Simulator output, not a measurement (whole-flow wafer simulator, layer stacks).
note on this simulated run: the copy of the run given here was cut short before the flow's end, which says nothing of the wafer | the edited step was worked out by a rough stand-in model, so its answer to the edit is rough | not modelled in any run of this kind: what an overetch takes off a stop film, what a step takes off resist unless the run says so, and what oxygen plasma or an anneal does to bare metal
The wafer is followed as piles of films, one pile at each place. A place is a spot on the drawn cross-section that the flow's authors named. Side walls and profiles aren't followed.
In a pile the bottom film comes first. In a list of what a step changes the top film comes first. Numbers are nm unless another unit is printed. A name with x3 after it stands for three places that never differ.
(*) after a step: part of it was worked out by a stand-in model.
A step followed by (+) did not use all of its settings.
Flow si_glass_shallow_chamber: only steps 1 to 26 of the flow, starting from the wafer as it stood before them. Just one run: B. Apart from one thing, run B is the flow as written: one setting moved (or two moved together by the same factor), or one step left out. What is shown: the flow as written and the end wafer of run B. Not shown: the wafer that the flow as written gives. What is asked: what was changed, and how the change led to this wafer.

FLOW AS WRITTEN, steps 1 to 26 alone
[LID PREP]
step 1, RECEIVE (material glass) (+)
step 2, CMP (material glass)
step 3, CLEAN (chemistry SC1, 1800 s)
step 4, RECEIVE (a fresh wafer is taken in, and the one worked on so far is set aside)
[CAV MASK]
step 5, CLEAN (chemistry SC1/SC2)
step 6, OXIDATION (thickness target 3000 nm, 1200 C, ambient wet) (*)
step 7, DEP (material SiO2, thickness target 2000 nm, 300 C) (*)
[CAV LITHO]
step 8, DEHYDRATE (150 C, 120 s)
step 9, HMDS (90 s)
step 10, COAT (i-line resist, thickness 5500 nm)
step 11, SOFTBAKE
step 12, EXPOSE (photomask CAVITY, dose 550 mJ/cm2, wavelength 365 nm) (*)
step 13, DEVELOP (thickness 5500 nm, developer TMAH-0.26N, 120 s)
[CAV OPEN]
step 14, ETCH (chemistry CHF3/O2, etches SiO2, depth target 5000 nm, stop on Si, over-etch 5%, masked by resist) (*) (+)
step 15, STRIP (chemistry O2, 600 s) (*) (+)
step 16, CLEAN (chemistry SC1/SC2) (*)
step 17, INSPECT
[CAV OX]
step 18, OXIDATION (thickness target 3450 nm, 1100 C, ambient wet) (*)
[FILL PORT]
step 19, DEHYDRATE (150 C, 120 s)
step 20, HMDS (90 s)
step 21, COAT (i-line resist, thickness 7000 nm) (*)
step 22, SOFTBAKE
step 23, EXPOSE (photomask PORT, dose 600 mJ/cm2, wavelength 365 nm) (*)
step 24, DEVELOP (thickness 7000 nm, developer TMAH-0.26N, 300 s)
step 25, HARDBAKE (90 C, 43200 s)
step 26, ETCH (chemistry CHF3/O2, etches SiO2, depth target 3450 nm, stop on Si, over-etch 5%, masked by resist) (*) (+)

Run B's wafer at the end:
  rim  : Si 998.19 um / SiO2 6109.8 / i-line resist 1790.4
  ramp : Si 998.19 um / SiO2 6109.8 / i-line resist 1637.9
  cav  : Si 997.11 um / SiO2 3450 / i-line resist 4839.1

What caused this: step 26, ETCH: over-etch 2.06% was run, though the flow has over-etch 5%.

The path from the change to this, step by step:
  step 26, ETCH (chemistry CHF3/O2, etches SiO2, depth target 3450 nm, stop on Si, over-etch 5%, masked by resist) (*) (+)
      rim, ramp, cav, ring: i-line resist loses 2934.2 (as written it would have been: i-line resist loses 3018.8)
      port: SiO2 loses 3450 (all of it), Si loses 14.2 (as written it would have been: SiO2 loses 3450 (all of it), Si loses 34.5)
      (and at 1 other place as well)
